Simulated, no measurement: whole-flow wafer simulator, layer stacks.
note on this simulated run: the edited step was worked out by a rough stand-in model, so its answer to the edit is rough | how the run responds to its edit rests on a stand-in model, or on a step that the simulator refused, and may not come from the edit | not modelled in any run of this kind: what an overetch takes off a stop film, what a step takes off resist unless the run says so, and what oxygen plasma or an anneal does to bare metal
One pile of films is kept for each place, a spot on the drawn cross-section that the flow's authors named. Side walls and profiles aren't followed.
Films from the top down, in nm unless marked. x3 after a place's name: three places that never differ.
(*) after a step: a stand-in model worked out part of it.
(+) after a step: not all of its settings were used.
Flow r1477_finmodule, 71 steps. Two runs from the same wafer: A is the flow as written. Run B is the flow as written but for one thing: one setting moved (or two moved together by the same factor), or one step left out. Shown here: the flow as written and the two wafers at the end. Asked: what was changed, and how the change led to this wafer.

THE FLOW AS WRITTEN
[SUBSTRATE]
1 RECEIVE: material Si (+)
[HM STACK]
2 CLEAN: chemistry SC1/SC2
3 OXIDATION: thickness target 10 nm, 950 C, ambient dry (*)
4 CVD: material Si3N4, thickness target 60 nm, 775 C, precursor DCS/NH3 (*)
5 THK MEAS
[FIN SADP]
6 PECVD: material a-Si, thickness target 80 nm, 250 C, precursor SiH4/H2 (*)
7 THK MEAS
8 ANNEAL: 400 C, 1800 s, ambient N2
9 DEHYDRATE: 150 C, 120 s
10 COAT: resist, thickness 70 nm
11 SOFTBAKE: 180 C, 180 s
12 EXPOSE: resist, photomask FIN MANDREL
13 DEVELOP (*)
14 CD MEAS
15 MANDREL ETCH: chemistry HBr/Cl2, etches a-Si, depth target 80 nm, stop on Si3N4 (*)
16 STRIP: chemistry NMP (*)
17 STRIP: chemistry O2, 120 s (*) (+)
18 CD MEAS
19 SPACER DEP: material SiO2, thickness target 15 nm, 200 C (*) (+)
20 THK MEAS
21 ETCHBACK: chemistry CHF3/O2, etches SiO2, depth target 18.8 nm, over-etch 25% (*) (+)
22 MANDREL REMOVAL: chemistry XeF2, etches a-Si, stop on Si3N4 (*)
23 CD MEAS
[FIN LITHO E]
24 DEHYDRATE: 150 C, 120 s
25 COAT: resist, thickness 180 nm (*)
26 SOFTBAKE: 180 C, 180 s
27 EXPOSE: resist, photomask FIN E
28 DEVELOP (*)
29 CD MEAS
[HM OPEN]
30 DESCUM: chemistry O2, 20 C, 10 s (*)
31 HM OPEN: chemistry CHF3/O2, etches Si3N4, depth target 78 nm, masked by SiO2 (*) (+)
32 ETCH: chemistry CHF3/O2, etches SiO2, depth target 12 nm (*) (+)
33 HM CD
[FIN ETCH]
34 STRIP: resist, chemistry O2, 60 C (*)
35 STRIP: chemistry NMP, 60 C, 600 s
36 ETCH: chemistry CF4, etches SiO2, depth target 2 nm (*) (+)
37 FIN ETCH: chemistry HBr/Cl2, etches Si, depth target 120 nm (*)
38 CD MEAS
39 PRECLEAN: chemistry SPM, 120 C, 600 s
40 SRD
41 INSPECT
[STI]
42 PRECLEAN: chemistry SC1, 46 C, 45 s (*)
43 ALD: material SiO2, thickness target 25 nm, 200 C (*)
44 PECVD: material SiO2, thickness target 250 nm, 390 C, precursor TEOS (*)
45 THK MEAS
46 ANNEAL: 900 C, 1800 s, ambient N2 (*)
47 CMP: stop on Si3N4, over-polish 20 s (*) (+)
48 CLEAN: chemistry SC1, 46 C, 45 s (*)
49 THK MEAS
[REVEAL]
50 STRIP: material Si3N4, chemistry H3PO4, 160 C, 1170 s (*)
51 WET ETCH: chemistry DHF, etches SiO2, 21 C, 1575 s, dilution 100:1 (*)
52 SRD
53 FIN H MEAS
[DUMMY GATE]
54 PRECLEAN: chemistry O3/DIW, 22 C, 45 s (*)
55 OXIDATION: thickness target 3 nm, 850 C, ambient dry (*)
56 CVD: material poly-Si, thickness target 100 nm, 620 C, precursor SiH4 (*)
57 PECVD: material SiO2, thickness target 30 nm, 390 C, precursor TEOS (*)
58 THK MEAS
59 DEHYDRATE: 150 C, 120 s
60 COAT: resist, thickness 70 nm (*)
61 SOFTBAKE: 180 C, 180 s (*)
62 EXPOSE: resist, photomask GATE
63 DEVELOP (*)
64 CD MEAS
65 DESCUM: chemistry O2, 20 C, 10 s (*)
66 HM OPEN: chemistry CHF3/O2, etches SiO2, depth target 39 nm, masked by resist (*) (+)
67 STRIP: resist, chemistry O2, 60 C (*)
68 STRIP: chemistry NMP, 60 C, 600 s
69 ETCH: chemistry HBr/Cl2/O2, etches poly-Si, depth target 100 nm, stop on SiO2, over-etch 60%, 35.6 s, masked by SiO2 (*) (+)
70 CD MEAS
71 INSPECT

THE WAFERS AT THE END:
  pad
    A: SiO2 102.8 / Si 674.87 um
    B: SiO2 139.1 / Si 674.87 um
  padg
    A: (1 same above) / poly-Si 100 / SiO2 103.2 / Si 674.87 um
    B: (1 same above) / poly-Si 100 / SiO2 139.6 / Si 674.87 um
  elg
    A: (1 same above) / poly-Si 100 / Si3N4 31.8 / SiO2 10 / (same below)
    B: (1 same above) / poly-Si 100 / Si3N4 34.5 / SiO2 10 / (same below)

The cause: step 51, WET ETCH: 906 s was run, where the flow has 1575 s.

How the change led to this, step by step:
  51 WET ETCH: chemistry DHF, etches SiO2, 21 C, 1575 s, dilution 100:1 (*)
      pad, padg, e40sg and 12 more: A SiO2 -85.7 | B SiO2 -49.3
      elg, e40lg, e100lg, e200lg, elo, e40lo, e100lo, e200lo: A SiO2 -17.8 (all of it), Si3N4 -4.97 | B SiO2 -17.8 (all of it), Si3N4 -2.24
      (and at 7 more places)
  56 CVD: material poly-Si, thickness target 100 nm, 620 C, precursor SiH4 (*)
      s40sg_line, s45sg_line, s50sg_line, s40so_line, s45so_line, s50so_line: A poly-Si +100 (new film) | B poly-Si +113.8 (new film)
      s40cg, s40co: A poly-Si +113.9 (new film) | B poly-Si +100 (new film)
      (and at 5 more places)
  60 COAT: resist, thickness 70 nm (*)
      e40lg, e100lg, e200lg, elo, e40lo, e100lo, e200lo: A resist +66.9 (new film) | B resist +68.6 (new film)
      e40sg, eso, e40so: A resist +129.5 (new film) | B resist +97.5 (new film)
      (and at 22 more places)
  63 DEVELOP (*)
      elo, e40lo, e100lo, e200lo: A resist -66.9 (all of it) | B resist -68.6 (all of it)
      eso, e40so: A resist -129.5 (all of it) | B resist -97.5 (all of it)
      (and at 11 more places)
  67 STRIP: resist, chemistry O2, 60 C (*)
      e40lg, e100lg: A resist -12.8 (all of it) | B resist -14.4 (all of it)
      e40sg: A resist -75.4 (all of it) | B resist -43.4 (all of it)
      (and at 12 more places)
  69 ETCH: chemistry HBr/Cl2/O2, etches poly-Si, depth target 100 nm, stop on SiO2, over-etch 60%, 35.6 s, masked by SiO2 (*) (+)
      s40so_line, s45so_line, s50so_line: A chemical SiO2 -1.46 (all of it), poly-Si -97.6 (all of it), SiO2 -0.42 | B chemical SiO2 -1.27 (all of it), poly-Si -111.5 (all of it), SiO2 -0.24
      s40co: A chemical SiO2 -1.46 (all of it), poly-Si -111.5 (all of it), SiO2 -0.24 | B chemical SiO2 -1.27 (all of it), poly-Si -97.6 (all of it), SiO2 -0.42
      (and at 2 more places)
